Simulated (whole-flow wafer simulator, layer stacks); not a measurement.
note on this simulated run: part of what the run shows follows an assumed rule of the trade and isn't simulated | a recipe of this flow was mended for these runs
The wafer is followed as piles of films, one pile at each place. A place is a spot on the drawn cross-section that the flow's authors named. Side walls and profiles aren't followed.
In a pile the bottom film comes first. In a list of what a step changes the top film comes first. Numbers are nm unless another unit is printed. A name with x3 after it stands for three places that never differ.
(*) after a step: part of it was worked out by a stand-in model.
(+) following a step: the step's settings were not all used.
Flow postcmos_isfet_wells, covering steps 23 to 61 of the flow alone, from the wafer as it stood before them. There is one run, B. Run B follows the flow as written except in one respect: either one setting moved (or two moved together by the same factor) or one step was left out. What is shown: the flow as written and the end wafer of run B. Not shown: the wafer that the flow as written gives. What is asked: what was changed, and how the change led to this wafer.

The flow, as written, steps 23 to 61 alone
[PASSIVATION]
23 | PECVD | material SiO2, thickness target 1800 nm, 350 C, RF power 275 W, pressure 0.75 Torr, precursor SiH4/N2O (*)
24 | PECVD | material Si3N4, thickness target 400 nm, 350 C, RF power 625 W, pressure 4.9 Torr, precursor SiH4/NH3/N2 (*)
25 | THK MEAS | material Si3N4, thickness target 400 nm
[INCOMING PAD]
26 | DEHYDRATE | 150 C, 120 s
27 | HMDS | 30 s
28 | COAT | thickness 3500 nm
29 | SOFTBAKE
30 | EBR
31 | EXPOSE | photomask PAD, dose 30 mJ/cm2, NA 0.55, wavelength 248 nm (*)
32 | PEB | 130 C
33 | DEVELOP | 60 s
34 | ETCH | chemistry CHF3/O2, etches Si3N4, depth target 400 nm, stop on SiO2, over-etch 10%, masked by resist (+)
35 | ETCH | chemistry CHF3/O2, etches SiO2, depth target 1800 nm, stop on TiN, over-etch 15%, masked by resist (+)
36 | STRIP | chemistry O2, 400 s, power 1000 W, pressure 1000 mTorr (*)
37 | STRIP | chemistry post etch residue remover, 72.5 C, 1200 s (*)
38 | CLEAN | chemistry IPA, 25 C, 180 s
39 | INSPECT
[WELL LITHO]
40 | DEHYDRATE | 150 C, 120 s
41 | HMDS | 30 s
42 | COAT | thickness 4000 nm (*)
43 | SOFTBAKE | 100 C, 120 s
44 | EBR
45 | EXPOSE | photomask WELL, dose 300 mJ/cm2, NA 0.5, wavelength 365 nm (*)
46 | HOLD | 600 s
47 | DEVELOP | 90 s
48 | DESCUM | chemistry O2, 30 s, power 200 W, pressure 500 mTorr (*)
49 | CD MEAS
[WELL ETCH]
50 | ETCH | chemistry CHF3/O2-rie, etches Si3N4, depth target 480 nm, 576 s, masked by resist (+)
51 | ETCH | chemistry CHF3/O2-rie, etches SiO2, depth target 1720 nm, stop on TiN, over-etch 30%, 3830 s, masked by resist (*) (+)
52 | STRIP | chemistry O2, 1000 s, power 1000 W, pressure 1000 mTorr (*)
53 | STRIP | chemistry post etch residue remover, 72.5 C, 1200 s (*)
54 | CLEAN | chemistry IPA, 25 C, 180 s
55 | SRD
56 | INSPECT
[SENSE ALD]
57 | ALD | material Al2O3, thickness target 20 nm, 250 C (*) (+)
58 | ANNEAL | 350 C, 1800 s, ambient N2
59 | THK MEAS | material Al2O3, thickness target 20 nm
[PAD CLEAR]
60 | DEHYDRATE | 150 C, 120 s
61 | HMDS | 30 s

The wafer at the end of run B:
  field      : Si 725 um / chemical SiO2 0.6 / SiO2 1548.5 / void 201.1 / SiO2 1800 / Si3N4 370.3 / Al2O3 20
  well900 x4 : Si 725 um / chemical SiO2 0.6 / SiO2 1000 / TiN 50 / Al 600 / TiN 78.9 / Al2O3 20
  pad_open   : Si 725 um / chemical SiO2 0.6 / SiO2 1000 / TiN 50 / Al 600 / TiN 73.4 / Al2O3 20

The reason: step 24, PECVD: thickness target 371 nm was run, while the flow as written has thickness target 400 nm.

The path from the change to this, step by step:
  24 | PECVD | material Si3N4, thickness target 400 nm, 350 C, RF power 625 W, pressure 4.9 Torr, precursor SiH4/NH3/N2 (*)
      field, margin x2, well900 x4, pad_clr, pad_open: +371 Si3N4 (new film) (it would be, as written: +400 Si3N4 (new film))
  34 | ETCH | chemistry CHF3/O2, etches Si3N4, depth target 400 nm, stop on SiO2, over-etch 10%, masked by resist (+)
      field, margin x2, well900 x4, pad_clr: -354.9 thick-KrF-resist (it would be, as written: -382.6 thick-KrF-resist)
      pad_open: -371 Si3N4 (all of it), -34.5 SiO2 (it would be, as written: -400 Si3N4 (all of it), -20 SiO2)
  35 | ETCH | chemistry CHF3/O2, etches SiO2, depth target 1800 nm, stop on TiN, over-etch 15%, masked by resist (+)
      pad_open: -1765.5 SiO2 (all of it), -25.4 TiN (it would be, as written: -1780 SiO2 (all of it), -24.2 TiN)
  36 | STRIP | chemistry O2, 400 s, power 1000 W, pressure 1000 mTorr (*)
      field, margin x2, well900 x4, pad_clr: -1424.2 thick-KrF-resist (all of it) (it would be, as written: -1382.5 thick-KrF-resist (all of it))
  50 | ETCH | chemistry CHF3/O2-rie, etches Si3N4, depth target 480 nm, 576 s, masked by resist (+)
      well900 x4: -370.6 Si3N4 (all of it), -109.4 SiO2 (it would be, as written: -399.6 Si3N4 (all of it), -80.4 SiO2)
